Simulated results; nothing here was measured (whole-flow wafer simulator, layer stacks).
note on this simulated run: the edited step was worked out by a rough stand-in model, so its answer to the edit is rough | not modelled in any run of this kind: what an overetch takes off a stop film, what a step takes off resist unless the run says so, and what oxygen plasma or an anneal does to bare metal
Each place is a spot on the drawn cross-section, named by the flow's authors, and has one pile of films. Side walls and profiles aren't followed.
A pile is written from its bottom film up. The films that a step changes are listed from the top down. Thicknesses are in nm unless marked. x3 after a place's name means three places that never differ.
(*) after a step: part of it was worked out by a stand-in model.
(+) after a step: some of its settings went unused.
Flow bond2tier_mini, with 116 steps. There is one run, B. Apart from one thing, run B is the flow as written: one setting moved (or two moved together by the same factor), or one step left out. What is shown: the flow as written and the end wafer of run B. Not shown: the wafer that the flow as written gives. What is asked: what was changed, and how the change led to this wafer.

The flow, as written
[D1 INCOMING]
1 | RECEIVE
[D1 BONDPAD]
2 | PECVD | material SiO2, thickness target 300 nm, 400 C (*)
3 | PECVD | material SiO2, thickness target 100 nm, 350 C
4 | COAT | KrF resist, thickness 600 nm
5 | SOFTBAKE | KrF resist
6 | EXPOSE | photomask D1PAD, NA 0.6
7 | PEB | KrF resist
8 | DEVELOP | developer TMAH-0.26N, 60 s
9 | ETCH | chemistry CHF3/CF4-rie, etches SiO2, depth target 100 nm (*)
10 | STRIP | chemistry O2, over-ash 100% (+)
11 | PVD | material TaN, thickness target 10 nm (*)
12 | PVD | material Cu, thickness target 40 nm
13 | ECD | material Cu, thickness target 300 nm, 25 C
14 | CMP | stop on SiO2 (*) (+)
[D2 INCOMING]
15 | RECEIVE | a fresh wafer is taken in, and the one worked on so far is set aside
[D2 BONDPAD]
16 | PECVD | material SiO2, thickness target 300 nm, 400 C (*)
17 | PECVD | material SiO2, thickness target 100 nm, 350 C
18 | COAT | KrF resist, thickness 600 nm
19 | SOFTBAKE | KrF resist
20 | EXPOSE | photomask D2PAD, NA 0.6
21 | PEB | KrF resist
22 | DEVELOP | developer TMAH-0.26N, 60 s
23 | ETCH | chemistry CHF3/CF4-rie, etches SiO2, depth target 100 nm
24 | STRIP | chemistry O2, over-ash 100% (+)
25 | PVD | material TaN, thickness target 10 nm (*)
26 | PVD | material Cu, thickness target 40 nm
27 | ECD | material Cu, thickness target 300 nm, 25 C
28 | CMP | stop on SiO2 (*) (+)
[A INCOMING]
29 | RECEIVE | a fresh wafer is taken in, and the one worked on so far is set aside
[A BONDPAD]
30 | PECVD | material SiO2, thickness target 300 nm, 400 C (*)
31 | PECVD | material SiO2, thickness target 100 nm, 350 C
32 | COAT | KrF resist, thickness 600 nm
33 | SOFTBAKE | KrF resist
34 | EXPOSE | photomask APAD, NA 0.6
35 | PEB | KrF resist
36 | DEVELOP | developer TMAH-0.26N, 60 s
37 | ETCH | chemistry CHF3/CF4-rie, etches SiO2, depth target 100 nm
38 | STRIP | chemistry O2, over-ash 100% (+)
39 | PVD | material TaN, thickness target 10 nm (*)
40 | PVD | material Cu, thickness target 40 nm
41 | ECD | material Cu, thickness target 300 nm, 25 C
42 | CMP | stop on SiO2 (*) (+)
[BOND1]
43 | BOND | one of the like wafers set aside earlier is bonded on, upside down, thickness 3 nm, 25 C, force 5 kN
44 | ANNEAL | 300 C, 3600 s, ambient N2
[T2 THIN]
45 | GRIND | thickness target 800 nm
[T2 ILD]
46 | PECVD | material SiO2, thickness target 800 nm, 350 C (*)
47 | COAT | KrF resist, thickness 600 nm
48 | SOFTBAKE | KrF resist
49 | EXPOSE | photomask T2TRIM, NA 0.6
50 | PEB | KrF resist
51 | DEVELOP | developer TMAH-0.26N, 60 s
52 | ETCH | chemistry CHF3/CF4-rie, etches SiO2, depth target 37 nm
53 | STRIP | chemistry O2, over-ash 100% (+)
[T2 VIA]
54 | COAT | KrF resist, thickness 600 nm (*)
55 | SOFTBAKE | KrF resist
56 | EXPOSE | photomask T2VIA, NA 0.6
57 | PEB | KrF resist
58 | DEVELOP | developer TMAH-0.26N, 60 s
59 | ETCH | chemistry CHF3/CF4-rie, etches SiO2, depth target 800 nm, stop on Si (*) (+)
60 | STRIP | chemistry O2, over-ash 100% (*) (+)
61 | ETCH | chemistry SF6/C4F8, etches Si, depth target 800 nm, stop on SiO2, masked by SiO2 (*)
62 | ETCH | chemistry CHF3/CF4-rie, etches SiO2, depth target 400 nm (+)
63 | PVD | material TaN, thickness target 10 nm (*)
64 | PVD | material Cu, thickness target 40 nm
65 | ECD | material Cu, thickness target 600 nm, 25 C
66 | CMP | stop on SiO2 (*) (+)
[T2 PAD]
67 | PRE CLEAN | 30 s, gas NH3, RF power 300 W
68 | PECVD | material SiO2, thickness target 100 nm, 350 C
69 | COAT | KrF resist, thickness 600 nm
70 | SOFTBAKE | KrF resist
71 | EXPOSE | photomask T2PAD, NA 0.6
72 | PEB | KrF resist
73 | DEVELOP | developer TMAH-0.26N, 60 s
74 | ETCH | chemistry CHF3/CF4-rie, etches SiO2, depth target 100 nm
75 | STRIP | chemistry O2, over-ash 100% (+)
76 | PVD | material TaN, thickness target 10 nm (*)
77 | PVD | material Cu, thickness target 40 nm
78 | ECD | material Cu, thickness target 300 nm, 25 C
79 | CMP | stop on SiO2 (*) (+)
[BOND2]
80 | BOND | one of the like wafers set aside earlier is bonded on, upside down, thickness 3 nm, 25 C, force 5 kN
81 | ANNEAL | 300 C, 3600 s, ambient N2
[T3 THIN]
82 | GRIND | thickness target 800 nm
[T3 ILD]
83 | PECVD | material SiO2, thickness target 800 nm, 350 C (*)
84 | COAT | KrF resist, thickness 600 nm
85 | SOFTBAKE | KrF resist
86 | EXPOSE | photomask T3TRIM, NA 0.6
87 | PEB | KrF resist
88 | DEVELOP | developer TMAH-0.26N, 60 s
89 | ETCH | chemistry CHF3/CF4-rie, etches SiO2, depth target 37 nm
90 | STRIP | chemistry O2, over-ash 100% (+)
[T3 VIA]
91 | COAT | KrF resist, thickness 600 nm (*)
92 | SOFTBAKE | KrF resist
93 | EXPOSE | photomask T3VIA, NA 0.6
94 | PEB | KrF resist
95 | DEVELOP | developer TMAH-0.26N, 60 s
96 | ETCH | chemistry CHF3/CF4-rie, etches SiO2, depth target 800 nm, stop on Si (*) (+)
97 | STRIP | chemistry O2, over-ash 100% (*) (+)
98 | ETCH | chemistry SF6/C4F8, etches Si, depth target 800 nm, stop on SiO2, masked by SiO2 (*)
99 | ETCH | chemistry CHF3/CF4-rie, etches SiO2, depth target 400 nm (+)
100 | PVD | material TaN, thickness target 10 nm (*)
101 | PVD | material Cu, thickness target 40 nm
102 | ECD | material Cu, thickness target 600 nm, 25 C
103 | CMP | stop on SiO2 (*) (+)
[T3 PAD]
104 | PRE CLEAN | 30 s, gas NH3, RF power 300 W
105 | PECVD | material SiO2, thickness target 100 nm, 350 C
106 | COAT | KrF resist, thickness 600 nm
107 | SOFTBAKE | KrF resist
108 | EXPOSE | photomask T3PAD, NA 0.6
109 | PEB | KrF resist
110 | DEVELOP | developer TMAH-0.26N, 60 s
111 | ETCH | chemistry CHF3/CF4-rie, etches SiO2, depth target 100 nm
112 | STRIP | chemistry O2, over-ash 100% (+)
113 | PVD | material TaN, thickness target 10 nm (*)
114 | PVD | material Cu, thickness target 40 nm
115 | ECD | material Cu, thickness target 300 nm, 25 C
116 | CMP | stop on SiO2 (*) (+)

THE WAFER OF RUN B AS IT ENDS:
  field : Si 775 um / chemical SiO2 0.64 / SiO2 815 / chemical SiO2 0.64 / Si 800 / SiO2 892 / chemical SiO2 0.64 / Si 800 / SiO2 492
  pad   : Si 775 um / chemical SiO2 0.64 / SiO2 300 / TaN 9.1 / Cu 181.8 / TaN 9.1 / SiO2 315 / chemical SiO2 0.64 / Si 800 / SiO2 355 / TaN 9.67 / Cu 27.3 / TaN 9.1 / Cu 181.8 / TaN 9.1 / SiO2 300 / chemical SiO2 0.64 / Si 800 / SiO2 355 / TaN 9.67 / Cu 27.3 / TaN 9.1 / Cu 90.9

The reason: step 2, PECVD: thickness target 315 nm was run, while the flow as written has thickness target 300 nm.
The wafer itself shows it: pad has SiO2 315, and step 2 as written asks for 300 nm.

How this came from the change, step by step:
  2 | PECVD | material SiO2, thickness target 300 nm, 400 C (*)
      field, pad, via: SiO2 gains 315 (new film) (it would be, as written: SiO2 gains 300 (new film))
  43 | BOND | one of the like wafers set aside earlier is bonded on, upside down, thickness 3 nm, 25 C, force 5 kN
      field: Si gains 775 um (new film), chemical SiO2 gains 0.64 (new film), SiO2 gains 415 (it would be, as written: Si gains 775 um (new film), chemical SiO2 gains 0.64 (new film), SiO2 gains 400)
      pad: Si gains 775 um (new film), chemical SiO2 gains 0.64 (new film), SiO2 gains 315 (new film), TaN gains 9.1 (new film), Cu gains 90.9 (it would be, as written: Si gains 775 um (new film), chemical SiO2 gains 0.64 (new film), SiO2 gains 300 (new film), TaN gains 9.1 (new film), Cu gains 90.9)
      (also at 1 further place)
